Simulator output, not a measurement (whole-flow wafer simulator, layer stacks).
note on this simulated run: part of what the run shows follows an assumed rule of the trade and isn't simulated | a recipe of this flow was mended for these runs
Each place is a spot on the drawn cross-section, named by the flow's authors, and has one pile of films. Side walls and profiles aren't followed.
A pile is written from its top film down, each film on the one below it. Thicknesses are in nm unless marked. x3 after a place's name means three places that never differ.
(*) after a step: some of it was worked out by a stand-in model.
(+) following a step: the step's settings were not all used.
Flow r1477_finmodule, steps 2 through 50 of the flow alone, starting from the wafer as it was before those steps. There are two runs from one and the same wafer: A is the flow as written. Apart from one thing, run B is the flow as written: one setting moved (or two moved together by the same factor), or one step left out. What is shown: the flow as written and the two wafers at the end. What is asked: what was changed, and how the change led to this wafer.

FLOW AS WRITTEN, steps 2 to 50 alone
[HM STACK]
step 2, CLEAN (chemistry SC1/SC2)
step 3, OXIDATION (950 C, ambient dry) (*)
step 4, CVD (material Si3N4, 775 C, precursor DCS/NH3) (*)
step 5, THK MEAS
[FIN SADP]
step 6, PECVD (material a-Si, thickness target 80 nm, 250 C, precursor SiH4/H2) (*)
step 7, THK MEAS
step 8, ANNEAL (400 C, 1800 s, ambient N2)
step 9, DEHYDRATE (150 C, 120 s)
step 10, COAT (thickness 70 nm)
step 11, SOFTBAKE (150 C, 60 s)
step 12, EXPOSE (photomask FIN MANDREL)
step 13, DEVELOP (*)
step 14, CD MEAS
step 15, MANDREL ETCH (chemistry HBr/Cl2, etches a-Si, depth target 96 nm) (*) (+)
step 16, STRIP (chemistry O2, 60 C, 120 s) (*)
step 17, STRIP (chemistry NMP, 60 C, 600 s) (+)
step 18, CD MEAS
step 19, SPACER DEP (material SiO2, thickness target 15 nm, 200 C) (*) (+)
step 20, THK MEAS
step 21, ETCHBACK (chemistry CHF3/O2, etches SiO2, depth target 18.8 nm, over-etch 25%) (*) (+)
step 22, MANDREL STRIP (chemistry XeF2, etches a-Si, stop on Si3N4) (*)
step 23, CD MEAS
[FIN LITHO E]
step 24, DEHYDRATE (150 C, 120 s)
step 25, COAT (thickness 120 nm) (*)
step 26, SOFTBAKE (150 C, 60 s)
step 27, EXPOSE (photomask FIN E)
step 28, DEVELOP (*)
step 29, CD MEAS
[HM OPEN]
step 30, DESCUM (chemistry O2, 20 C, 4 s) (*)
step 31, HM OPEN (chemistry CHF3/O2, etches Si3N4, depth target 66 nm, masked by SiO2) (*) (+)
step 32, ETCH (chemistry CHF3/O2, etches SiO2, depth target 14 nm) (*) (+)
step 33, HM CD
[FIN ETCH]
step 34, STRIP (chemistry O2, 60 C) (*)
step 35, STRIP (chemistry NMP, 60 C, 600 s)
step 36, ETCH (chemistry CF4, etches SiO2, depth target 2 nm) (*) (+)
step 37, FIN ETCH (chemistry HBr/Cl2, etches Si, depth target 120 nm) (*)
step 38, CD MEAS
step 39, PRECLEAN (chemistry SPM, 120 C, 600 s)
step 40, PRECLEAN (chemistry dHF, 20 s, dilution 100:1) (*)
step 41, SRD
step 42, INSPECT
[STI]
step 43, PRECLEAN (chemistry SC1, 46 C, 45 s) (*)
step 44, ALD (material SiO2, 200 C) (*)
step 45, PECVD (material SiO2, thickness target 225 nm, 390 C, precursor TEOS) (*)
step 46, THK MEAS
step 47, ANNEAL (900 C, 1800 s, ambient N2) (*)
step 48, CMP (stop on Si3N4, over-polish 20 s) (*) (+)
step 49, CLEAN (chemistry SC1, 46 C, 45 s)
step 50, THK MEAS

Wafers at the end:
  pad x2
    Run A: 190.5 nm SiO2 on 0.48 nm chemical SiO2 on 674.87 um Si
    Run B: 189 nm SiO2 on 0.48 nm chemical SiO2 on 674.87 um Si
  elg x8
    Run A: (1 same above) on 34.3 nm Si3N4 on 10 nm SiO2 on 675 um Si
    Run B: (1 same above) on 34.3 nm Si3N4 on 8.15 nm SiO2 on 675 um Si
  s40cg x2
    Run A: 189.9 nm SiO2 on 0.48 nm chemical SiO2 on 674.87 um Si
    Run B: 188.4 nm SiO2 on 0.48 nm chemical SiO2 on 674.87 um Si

The reason: step 3, OXIDATION: 931 C was run, though the flow has 950 C.

The path from the change to this, step by step:
  step 3, OXIDATION (950 C, ambient dry) (*)
      pad x2, elg x8, esg x8 and 18 more: A +10 SiO2 (new film), -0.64 chemical SiO2 (all of it), -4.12 Si | B +8.15 SiO2 (new film), -0.64 chemical SiO2 (all of it), -3.3 Si
  step 32, ETCH (chemistry CHF3/O2, etches SiO2, depth target 14 nm) (*) (+)
      pad x2, esg x8, s40sg x2, s45sg x2, s50sg x2: A -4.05 SiO2 (all of it), -1.99 Si | B -2.19 SiO2 (all of it), -2.36 Si
      s40cg x2, s45cg x2, s50cg x2: A -7 SiO2 (all of it), -1.4 Si | B -5.15 SiO2 (all of it), -1.77 Si
